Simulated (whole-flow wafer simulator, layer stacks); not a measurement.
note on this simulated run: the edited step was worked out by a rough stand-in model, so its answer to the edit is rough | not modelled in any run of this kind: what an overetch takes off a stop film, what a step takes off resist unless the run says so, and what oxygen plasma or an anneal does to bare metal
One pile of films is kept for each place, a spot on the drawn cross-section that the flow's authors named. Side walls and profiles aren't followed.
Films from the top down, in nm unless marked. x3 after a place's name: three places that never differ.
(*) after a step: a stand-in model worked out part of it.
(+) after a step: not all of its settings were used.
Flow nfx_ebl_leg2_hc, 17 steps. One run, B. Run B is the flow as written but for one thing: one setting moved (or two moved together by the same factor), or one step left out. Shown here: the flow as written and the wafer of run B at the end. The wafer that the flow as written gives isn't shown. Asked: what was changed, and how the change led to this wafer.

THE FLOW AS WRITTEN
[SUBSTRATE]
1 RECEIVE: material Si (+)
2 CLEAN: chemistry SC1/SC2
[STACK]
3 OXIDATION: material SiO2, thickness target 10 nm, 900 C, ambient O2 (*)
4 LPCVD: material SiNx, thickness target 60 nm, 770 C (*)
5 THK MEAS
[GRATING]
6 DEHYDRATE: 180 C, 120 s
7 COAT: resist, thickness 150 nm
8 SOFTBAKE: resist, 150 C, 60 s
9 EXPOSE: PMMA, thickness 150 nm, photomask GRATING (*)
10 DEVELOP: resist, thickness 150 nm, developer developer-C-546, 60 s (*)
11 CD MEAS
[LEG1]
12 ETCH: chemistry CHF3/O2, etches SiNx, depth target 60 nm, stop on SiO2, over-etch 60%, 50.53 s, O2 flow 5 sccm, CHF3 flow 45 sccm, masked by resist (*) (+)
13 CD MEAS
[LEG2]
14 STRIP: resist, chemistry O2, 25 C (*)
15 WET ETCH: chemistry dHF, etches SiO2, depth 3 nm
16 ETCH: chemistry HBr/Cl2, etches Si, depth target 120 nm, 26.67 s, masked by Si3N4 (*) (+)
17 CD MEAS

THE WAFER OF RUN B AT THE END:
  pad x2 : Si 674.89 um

The cause: step 12, ETCH: depth target 45 nm was run, where the flow has depth target 60 nm.

How the change led to this, step by step:
  12 ETCH: chemistry CHF3/O2, etches SiNx, depth target 60 nm, stop on SiO2, over-etch 60%, 50.53 s, O2 flow 5 sccm, CHF3 flow 45 sccm, masked by resist (*) (+)
      pad x2: SiNx -60 (all of it), SiO2 -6 (as written it would be: SiNx -60 (all of it), SiO2 -10 (all of it))
      field x2: resist -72 (as written it would be: resist -96)
  14 STRIP: resist, chemistry O2, 25 C (*)
      pad x2: nothing (as written it would be: chemical SiO2 +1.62 (new film), Si -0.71)
      field x2: resist -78 (all of it) (as written it would be: resist -54 (all of it))
  15 WET ETCH: chemistry dHF, etches SiO2, depth 3 nm
      pad x2: SiO2 -3 (as written it would be: chemical SiO2 -1.62 (all of it))
  16 ETCH: chemistry HBr/Cl2, etches Si, depth target 120 nm, 26.67 s, masked by Si3N4 (*) (+)
      pad x2: SiO2 -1 (all of it), Si -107 (as written it would be: Si -120)
